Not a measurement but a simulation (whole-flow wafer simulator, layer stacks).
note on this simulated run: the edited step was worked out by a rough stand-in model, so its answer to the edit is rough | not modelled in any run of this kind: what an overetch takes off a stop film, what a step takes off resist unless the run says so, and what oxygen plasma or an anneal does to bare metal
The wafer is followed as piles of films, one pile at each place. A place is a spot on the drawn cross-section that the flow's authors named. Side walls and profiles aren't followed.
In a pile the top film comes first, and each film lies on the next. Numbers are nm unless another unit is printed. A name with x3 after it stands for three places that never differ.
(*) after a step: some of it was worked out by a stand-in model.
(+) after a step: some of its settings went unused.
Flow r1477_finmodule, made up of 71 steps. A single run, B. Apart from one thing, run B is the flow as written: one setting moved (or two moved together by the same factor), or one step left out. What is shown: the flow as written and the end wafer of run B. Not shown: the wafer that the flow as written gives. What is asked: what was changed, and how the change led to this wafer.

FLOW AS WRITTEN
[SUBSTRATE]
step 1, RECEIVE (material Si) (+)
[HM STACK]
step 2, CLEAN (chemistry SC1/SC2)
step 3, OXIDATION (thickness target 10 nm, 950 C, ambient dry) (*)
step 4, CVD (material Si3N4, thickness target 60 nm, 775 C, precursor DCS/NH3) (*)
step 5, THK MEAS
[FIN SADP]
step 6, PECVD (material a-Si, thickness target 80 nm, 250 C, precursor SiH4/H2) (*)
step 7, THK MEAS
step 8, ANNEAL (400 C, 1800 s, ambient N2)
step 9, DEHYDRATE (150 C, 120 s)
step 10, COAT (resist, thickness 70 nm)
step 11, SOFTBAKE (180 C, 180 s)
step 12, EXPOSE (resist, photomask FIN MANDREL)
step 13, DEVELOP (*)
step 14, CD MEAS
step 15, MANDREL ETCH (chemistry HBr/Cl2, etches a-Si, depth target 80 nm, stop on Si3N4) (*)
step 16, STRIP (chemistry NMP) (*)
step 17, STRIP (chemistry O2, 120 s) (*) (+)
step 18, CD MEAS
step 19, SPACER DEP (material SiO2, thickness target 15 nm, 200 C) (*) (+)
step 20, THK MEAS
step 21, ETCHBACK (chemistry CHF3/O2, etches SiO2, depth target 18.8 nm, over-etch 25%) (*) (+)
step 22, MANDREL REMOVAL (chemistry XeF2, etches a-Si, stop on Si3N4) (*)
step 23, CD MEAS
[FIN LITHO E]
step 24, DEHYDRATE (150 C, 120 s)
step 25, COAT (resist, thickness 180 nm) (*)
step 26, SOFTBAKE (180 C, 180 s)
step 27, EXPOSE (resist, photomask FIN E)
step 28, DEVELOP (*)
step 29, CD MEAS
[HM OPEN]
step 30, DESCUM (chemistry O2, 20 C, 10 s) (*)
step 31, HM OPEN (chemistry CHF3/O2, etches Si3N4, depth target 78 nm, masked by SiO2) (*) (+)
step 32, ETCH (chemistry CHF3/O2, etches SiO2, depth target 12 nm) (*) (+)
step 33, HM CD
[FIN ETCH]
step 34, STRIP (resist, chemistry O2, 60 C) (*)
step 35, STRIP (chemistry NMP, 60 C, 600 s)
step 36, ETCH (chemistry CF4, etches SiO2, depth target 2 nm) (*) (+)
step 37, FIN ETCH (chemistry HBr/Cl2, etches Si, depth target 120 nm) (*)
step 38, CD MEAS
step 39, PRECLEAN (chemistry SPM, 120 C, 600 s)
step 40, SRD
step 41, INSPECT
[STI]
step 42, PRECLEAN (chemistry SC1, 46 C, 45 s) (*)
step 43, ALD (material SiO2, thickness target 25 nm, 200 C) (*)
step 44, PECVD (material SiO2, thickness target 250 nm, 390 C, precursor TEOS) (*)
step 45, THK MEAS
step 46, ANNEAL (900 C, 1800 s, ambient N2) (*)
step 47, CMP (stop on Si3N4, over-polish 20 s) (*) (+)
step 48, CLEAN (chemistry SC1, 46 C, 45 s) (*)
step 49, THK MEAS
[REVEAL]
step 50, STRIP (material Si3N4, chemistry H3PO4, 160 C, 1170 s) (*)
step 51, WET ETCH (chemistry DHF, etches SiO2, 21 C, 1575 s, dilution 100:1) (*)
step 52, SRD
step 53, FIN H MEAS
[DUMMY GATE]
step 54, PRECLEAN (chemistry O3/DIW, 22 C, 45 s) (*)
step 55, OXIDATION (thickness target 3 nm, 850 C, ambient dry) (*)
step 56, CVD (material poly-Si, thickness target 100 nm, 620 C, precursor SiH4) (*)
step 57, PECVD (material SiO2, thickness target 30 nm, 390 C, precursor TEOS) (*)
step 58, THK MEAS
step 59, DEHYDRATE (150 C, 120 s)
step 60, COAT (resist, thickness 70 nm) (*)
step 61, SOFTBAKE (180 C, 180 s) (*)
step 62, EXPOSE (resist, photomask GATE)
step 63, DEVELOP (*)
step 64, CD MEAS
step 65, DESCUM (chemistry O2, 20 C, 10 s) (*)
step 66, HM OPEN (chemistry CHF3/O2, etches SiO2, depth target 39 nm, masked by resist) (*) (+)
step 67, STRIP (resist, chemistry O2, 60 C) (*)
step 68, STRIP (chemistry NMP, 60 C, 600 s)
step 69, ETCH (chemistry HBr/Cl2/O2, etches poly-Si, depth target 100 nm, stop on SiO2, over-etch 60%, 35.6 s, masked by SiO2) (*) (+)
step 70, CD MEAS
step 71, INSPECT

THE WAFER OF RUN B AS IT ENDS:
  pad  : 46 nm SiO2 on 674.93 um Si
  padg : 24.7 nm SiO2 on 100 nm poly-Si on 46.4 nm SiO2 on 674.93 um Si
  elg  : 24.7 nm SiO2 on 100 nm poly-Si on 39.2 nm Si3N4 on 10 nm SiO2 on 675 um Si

The reason: step 37, FIN ETCH: depth target 63 nm was run, while the flow as written has depth target 120 nm.

The path from the change to this, step by step:
  step 37, FIN ETCH (chemistry HBr/Cl2, etches Si, depth target 120 nm) (*)
      pad, padg, esg and 19 more: Si loses 63 (it would be, as written: Si loses 120)
      elg, e40lg, e100lg, e200lg, elo, e40lo, e100lo, e200lo: Si3N4 loses 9 (it would be, as written: Si3N4 loses 17.1)
      (also at 6 further places)
  step 43, ALD (material SiO2, thickness target 25 nm, 200 C) (*)
      s40cg, s45cg, s50cg, s40co, s45co, s50co: SiO2 gains 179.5 (new film) (it would be, as written: SiO2 gains 232.1 (new film))
      esg: SiO2 gains 145.4 (new film) (it would be, as written: SiO2 gains 194.3 (new film))
  step 47, CMP (stop on Si3N4, over-polish 20 s) (*) (+)
      pad, padg, e40sg and 11 more: SiO2 loses 128.8 (it would be, as written: SiO2 loses 71.8)
      elg, e40lg, e100lg, e200lg, elo, e40lo, e100lo, e200lo: SiO2 loses 249.7 (it would be, as written: SiO2 loses 241.6)
      (also at 2 further places)
  step 51, WET ETCH (chemistry DHF, etches SiO2, 21 C, 1575 s, dilution 100:1) (*)
      elg, e40lg, e100lg, e200lg, elo, e40lo, e100lo, e200lo: SiO2 loses 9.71 (all of it), Si3N4 loses 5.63 (it would be, as written: SiO2 loses 17.8 (all of it), Si3N4 loses 4.97)
  step 56, CVD (material poly-Si, thickness target 100 nm, 620 C, precursor SiH4) (*)
      esg: poly-Si gains 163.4 (new film) (it would be, as written: poly-Si gains 156 (new film))
  step 60, COAT (resist, thickness 70 nm) (*)
      e40sg, eso, e40so: resist gains 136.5 (new film) (it would be, as written: resist gains 129.5 (new film))
      e100sg, e100so: resist gains 136.4 (new film) (it would be, as written: resist gains 129.4 (new film))
      (also at 2 further places)
  step 63, DEVELOP (*)
      eso, e40so: resist loses 136.5 (all of it) (it would be, as written: resist loses 129.5 (all of it))
      e100so: resist loses 136.4 (all of it) (it would be, as written: resist loses 129.4 (all of it))
      (also at 1 further place)
  step 67, STRIP (resist, chemistry O2, 60 C) (*)
      e40sg: resist loses 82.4 (all of it) (it would be, as written: resist loses 75.4 (all of it))
      e100sg: resist loses 82.3 (all of it) (it would be, as written: resist loses 75.3 (all of it))
      (also at 1 further place)
